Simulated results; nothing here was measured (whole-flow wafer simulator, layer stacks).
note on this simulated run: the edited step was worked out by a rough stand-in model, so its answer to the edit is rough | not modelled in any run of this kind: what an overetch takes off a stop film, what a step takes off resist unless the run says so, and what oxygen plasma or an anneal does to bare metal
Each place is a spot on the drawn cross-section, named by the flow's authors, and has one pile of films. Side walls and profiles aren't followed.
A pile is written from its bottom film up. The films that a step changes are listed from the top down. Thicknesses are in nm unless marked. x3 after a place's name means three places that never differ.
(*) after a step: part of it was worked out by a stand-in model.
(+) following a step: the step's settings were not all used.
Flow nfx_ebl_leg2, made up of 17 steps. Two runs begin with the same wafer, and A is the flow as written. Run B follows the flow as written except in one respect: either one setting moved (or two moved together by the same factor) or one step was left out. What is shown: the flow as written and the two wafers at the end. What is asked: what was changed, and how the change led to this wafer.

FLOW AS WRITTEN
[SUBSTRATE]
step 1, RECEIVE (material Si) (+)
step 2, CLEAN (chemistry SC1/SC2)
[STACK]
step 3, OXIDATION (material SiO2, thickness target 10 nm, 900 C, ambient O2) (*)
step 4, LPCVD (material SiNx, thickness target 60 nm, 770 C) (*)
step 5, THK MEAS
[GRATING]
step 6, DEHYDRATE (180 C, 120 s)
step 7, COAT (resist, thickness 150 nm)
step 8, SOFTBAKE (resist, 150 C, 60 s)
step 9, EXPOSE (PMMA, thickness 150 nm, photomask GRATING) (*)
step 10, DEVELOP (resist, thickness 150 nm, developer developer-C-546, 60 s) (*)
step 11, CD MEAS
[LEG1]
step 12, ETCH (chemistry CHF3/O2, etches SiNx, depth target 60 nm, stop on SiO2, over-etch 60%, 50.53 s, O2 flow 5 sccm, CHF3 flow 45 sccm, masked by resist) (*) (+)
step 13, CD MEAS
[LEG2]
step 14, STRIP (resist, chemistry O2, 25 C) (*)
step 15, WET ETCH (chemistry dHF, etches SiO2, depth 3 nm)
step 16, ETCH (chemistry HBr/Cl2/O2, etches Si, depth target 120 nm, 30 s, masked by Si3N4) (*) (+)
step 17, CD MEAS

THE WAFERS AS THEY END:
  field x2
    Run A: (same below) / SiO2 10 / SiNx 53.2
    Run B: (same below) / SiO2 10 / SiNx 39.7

The reason: step 4, LPCVD: thickness target 46.5 nm was run, though the flow has thickness target 60 nm.

The path from the change to this, step by step:
  step 4, LPCVD (material SiNx, thickness target 60 nm, 770 C) (*)
      field x2, pad x2: A +60 SiNx (new film) | B +46.5 SiNx (new film)
  step 12, ETCH (chemistry CHF3/O2, etches SiNx, depth target 60 nm, stop on SiO2, over-etch 60%, 50.53 s, O2 flow 5 sccm, CHF3 flow 45 sccm, masked by resist) (*) (+)
      pad x2: A -60 SiNx (all of it), -10 SiO2 (all of it) | B -46.5 SiNx (all of it), -10 SiO2 (all of it)
